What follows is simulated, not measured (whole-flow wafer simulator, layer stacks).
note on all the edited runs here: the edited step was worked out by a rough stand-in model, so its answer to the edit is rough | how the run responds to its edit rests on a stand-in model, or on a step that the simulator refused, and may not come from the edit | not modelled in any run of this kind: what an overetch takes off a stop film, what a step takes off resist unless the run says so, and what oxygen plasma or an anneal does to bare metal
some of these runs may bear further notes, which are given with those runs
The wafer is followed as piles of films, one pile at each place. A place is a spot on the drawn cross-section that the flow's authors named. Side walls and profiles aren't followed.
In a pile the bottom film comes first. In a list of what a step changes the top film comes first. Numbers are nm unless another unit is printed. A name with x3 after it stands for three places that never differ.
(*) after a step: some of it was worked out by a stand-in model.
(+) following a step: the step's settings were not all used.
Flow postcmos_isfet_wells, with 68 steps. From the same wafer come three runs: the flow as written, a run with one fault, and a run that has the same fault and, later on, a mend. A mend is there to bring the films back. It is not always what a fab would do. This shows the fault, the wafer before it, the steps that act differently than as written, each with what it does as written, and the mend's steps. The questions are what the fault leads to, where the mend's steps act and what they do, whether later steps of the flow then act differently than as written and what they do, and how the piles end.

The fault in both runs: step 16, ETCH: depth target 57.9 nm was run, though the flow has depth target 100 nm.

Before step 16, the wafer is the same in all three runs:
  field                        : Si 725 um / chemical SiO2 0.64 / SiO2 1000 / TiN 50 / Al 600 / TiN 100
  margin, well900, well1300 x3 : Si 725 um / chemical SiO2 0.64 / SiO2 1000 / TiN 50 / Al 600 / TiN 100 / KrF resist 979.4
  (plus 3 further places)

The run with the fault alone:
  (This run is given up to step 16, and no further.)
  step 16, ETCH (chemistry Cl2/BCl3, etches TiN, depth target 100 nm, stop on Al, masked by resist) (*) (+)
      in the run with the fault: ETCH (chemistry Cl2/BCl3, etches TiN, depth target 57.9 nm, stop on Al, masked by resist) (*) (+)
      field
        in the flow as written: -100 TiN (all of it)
        in the run with the fault: -57.9 TiN
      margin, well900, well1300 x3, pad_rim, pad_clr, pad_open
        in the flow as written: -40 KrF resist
        in the run with the fault: -23.2 KrF resist
  After step 16, at field, the piles differ from the flow's by more than 2% or 0.5 nm, whichever is larger.
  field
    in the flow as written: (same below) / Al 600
    in the run with the fault: (same below) / Al 600 / TiN 42.1

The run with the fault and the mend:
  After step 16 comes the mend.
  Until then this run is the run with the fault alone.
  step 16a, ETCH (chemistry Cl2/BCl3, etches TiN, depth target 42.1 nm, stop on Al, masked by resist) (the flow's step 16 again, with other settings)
      margin, well900, well1300 x3, pad_rim, pad_clr, pad_open
        -16.8 KrF resist
      field
        -42.1 TiN (all of it)
  Every later step of the flow that is run acts as written at every place that is followed.
  At every place that both follow, the piles at the end match the flow's.
